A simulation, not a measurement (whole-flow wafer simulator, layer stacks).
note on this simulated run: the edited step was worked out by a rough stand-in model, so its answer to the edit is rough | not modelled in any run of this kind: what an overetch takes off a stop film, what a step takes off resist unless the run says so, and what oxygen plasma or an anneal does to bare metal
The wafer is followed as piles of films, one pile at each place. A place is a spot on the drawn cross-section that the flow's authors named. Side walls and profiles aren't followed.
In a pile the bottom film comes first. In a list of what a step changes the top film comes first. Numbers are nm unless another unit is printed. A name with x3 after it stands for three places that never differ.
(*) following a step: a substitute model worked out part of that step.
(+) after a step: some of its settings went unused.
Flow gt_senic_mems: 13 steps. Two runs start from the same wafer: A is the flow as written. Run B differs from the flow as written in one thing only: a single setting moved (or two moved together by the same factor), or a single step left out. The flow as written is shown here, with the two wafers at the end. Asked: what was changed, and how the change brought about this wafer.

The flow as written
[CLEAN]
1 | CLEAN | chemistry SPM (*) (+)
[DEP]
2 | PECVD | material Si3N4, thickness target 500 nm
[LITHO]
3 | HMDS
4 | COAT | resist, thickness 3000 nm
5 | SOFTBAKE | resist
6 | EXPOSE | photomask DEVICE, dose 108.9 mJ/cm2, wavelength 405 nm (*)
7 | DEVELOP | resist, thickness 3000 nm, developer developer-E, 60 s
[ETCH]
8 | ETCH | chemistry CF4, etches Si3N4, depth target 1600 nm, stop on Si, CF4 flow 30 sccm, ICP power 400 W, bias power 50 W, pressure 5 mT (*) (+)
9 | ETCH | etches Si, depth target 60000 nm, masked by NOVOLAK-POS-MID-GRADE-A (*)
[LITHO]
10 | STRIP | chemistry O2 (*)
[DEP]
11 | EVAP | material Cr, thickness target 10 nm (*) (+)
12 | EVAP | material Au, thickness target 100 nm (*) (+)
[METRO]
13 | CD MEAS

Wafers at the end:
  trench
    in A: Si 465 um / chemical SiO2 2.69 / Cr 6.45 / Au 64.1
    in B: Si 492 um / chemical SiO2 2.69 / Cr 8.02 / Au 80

What caused this: step 9, ETCH: depth target 33000 nm was run, though the flow has depth target 60000 nm.

How this came from the change, step by step:
  9 | ETCH | etches Si, depth target 60000 nm, masked by NOVOLAK-POS-MID-GRADE-A (*)
      field: A -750 resist | B -412.5 resist
      trench: A -60 um Si | B -33 um Si
  10 | STRIP | chemistry O2 (*)
      field: A -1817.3 resist (all of it) | B -2154.8 resist (all of it)
  11 | EVAP | material Cr, thickness target 10 nm (*) (+)
      trench: A +6.45 Cr (new film) | B +8.02 Cr (new film)
  12 | EVAP | material Au, thickness target 100 nm (*) (+)
      trench: A +64.1 Au (new film) | B +80 Au (new film)
